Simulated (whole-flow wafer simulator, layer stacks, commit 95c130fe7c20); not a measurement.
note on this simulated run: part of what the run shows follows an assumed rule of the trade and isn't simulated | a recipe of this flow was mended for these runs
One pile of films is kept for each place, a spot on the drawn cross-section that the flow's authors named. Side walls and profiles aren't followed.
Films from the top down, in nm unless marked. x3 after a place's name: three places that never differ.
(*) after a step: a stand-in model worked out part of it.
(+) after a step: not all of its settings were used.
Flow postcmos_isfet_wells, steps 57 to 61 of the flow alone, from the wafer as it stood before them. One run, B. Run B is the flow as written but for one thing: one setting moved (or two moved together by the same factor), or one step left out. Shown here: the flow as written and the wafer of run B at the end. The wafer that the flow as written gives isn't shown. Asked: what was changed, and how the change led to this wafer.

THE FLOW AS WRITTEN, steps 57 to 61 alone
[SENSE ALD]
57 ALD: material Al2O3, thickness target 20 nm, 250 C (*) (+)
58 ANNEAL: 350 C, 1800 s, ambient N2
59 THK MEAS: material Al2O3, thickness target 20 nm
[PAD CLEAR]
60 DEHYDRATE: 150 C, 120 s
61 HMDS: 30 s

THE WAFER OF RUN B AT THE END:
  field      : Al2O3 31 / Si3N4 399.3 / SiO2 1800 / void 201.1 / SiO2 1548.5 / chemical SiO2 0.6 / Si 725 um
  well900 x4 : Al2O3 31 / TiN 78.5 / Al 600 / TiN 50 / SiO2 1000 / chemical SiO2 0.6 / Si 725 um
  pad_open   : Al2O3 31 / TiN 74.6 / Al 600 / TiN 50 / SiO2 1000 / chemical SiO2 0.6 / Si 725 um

The cause: step 57, ALD: thickness target 31 nm was run, where the flow has thickness target 20 nm.
It can be read off the wafer: field has Al2O3 31, and step 57 as written asks for 20 nm.

How the change led to this, step by step:
  57 ALD: material Al2O3, thickness target 20 nm, 250 C (*) (+)
      field, margin x3, well900 x4, pad_open: Al2O3 +31 (new film) (as written it would be: Al2O3 +20 (new film))
